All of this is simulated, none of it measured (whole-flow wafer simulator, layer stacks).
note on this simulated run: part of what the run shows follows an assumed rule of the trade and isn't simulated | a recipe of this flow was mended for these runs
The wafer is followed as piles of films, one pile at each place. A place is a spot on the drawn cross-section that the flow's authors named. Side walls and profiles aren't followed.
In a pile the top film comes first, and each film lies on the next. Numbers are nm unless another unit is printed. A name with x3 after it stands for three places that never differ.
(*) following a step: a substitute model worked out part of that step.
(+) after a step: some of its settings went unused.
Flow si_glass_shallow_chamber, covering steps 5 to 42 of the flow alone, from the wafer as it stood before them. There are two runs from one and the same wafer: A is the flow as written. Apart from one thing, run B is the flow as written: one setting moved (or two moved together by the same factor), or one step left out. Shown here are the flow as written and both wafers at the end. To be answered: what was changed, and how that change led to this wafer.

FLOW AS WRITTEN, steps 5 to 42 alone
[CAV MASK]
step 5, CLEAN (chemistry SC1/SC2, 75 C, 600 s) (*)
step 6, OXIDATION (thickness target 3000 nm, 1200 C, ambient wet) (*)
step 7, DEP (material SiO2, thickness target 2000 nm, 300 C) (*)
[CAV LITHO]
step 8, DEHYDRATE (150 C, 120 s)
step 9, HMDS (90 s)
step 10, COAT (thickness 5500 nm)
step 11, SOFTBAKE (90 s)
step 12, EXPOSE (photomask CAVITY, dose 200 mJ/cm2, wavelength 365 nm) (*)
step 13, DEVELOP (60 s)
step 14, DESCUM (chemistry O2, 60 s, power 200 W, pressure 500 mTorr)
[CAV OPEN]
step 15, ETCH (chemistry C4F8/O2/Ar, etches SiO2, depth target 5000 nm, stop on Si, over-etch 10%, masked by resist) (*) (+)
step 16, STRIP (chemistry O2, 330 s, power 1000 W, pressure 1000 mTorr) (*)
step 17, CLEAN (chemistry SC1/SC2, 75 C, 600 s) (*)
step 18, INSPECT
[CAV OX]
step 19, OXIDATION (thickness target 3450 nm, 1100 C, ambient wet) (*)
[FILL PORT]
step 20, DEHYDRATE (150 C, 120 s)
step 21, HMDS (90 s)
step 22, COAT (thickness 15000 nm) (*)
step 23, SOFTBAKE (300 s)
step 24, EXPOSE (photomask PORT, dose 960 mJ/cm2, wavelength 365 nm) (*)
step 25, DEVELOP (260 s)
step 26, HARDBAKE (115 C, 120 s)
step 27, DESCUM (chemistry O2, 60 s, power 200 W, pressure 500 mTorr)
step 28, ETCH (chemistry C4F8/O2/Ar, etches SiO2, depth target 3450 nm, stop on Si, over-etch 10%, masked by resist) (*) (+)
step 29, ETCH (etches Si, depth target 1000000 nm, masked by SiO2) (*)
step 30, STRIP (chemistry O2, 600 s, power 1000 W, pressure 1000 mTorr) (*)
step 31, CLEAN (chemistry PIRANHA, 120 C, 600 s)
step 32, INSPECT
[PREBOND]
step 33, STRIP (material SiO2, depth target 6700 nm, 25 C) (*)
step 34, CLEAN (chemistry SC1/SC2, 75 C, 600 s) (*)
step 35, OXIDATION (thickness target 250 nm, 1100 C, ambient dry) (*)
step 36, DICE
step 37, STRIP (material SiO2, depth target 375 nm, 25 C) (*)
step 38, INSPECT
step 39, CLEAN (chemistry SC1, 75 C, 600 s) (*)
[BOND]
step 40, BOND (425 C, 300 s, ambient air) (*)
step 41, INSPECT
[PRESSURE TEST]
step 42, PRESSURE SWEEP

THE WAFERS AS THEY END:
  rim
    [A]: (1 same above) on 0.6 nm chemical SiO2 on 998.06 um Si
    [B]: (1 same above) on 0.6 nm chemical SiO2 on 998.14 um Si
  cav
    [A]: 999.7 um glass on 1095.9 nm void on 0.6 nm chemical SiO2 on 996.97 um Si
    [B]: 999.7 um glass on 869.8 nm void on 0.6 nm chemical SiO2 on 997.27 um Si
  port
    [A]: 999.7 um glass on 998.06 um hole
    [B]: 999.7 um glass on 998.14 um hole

Cause: step 7, DEP: thickness target 3100 nm was run, while the flow as written has thickness target 2000 nm.

How this came from the change, step by step:
  step 7, DEP (material SiO2, thickness target 2000 nm, 300 C) (*)
      rim, ramp, cav, port, septum, ring: A +2000 SiO2 | B +3100 SiO2
  step 15, ETCH (chemistry C4F8/O2/Ar, etches SiO2, depth target 5000 nm, stop on Si, over-etch 10%, masked by resist) (*) (+)
      cav, port: A -5000 SiO2 (all of it), -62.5 Si | B -5500 SiO2
  step 16, STRIP (chemistry O2, 330 s, power 1000 W, pressure 1000 mTorr) (*)
      cav, port: A +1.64 chemical SiO2 (new film), -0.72 Si | B nothing
  step 17, CLEAN (chemistry SC1/SC2, 75 C, 600 s) (*)
      cav, port: A -1.04 chemical SiO2, -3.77 Si | B -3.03 SiO2
  step 19, OXIDATION (thickness target 3450 nm, 1100 C, ambient wet) (*)
      cav, port: A +3450 SiO2 (new film), -0.6 chemical SiO2 (all of it), -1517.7 Si | B +2918.1 SiO2, -1284 Si
      rim, ramp, septum, ring: A +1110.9 SiO2, -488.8 Si | B +941.4 SiO2, -414.2 Si
  step 22, COAT (thickness 15000 nm) (*)
      rim: A +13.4 um thick-i-line-resist (new film) | B +13.14 um thick-i-line-resist (new film)
      ramp: A +12.89 um thick-i-line-resist (new film) | B +12.55 um thick-i-line-resist (new film)
      (as well as at 4 more places)
  step 23, SOFTBAKE (300 s)
      rim: A -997 thick-i-line-resist | B -1178.6 thick-i-line-resist
      ramp: A -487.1 thick-i-line-resist | B -584.5 thick-i-line-resist
      (as well as at 4 more places)
  step 25, DEVELOP (260 s)
      port: A -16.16 um thick-i-line-resist (all of it) | B -16.35 um thick-i-line-resist (all of it)
  step 26, HARDBAKE (115 C, 120 s)
      rim, ramp: A -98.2 thick-i-line-resist | B -93 thick-i-line-resist
  step 28, ETCH (chemistry C4F8/O2/Ar, etches SiO2, depth target 3450 nm, stop on Si, over-etch 10%, masked by resist) (*) (+)
      port: A -3450 SiO2 (all of it), -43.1 Si | B -3515.1 SiO2 (all of it), -35 Si
  step 29, ETCH (etches Si, depth target 1000000 nm, masked by SiO2) (*)
      rim, ramp: A -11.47 um thick-i-line-resist (all of it), -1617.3 SiO2 | B -11.04 um thick-i-line-resist (all of it), -1850.3 SiO2
      port: A +997.05 um hole (new film), -997.05 um Si (all of it) | B +997.36 um hole (new film), -997.36 um Si (all of it)
      (as well as at 2 more places)
  step 30, STRIP (chemistry O2, 600 s, power 1000 W, pressure 1000 mTorr) (*)
      cav: A -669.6 thick-i-line-resist (all of it) | B -863.8 thick-i-line-resist (all of it)
  step 33, STRIP (material SiO2, depth target 6700 nm, 25 C) (*)
      rim, ramp: A -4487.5 SiO2 (all of it) | B -5185 SiO2 (all of it)
      septum: A -5732.1 SiO2 (all of it) | B -6642.8 SiO2 (all of it)
      (as well as at 1 more place)
  step 40, BOND (425 C, 300 s, ambient air) (*)
      cav: A +999.7 um glass (new film), +1095.9 void (new film) | B +999.7 um glass (new film), +869.8 void (new film)
      port: A +999.7 um glass (new film), +1017.3 hole | B +999.7 um glass (new film), +782.9 hole
